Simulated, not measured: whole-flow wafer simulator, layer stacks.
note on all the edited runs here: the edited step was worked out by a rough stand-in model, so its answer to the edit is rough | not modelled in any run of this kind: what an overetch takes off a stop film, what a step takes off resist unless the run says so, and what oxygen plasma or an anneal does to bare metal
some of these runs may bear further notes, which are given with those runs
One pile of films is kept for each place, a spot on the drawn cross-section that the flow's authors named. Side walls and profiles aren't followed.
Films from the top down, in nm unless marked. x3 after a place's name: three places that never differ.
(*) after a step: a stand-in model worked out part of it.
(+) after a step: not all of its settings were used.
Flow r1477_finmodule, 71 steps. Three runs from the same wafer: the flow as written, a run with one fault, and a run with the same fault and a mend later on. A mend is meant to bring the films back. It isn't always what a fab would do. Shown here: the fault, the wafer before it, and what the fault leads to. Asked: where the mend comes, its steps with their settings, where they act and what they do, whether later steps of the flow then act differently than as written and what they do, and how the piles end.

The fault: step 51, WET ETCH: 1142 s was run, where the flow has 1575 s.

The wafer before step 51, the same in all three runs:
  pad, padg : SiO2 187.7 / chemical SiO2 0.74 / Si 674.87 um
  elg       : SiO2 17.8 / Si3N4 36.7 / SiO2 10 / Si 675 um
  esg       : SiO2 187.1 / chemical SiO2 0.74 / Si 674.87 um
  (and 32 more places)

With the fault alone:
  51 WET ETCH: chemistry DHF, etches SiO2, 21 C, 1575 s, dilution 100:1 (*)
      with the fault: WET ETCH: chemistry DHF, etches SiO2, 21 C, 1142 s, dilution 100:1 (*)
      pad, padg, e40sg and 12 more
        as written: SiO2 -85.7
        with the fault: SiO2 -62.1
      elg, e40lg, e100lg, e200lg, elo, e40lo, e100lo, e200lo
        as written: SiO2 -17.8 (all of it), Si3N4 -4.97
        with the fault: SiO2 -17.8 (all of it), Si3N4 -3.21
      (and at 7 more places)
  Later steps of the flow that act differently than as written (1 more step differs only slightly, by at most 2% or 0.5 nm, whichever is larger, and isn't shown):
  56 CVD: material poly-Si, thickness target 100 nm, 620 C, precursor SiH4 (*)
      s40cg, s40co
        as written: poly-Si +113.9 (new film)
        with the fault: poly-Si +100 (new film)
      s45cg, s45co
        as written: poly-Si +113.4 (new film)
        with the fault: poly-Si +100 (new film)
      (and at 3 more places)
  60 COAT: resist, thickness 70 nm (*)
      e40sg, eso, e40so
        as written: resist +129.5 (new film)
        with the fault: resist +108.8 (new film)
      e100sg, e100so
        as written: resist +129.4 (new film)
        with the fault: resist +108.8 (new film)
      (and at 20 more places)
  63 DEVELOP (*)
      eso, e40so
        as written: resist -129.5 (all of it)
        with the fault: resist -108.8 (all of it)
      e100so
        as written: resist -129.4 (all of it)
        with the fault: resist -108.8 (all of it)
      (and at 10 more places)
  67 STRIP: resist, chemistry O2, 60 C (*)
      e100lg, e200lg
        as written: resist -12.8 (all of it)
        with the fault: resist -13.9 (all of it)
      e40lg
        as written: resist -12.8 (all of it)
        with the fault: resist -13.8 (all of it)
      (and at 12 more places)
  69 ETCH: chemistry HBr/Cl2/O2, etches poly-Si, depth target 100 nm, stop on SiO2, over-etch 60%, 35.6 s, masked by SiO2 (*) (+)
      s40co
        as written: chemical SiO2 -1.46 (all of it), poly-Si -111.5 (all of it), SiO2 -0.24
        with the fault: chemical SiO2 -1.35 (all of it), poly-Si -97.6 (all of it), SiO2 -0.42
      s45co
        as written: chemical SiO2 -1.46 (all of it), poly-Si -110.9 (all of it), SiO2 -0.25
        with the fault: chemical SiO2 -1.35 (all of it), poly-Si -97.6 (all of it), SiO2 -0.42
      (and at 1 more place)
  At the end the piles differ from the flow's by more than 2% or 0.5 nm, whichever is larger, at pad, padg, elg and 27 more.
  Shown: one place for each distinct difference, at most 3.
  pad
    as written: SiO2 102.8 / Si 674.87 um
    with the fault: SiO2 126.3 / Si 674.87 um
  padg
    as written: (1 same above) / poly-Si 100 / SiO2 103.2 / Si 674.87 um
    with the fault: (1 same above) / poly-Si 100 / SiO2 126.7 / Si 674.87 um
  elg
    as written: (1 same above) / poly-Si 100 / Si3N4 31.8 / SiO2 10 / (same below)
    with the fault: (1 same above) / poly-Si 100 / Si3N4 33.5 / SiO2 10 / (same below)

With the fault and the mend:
  The mend comes after step 51.
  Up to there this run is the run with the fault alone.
  51a WET ETCH: chemistry DHF, etches SiO2, 21 C, 433 s, dilution 100:1 (*) (the flow's step 51 once more, with other settings)
      pad, padg, e40sg and 12 more
        SiO2 -23.6
      elg, e40lg, e100lg, e200lg, elo, e40lo, e100lo, e200lo
        Si3N4 -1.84
      esg, s40cg, s45cg, s50cg, s40co, s45co, s50co
        SiO2 -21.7
  No later step of the flow acts differently than as written, at any place that is followed, by more than 2% or 0.5 nm, whichever is larger.
  At the end the piles differ from the flow's only slightly at the places that both follow, by at most 2% or 0.5 nm, whichever is larger.
